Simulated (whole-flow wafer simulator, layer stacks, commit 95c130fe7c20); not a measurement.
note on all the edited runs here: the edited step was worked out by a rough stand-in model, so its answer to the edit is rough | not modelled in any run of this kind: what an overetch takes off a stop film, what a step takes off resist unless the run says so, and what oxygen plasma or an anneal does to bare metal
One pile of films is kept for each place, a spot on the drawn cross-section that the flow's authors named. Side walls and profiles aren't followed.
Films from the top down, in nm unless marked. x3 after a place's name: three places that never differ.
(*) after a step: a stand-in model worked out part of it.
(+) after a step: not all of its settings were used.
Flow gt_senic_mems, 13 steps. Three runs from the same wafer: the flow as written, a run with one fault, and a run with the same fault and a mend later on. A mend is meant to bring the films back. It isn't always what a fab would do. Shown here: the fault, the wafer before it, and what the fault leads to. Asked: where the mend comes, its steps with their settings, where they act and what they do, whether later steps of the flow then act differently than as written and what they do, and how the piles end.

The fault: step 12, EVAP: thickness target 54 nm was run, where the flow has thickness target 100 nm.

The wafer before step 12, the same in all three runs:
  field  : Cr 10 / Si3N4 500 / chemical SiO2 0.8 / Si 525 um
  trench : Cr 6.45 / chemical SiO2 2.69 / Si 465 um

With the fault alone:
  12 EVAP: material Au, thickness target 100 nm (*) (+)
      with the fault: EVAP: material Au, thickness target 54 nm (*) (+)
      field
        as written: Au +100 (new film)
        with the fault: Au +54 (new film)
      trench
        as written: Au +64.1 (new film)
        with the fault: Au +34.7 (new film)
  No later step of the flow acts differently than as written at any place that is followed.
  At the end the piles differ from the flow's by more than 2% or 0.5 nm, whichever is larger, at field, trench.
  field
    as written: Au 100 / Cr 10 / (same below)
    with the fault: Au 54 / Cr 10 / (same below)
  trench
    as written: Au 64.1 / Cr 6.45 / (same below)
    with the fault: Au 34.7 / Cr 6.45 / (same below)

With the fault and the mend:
  The mend comes after step 13.
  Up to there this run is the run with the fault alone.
  13a EVAP: material Au, thickness target 46 nm (*) (+) (the flow's step 12 once more, with other settings)
      field
        Au +46
      trench
        Au +29.6
  No later step of the flow acts differently than as written at any place that is followed.
  At the end the piles differ from the flow's only slightly at the places that both follow, by at most 2% or 0.5 nm, whichever is larger.
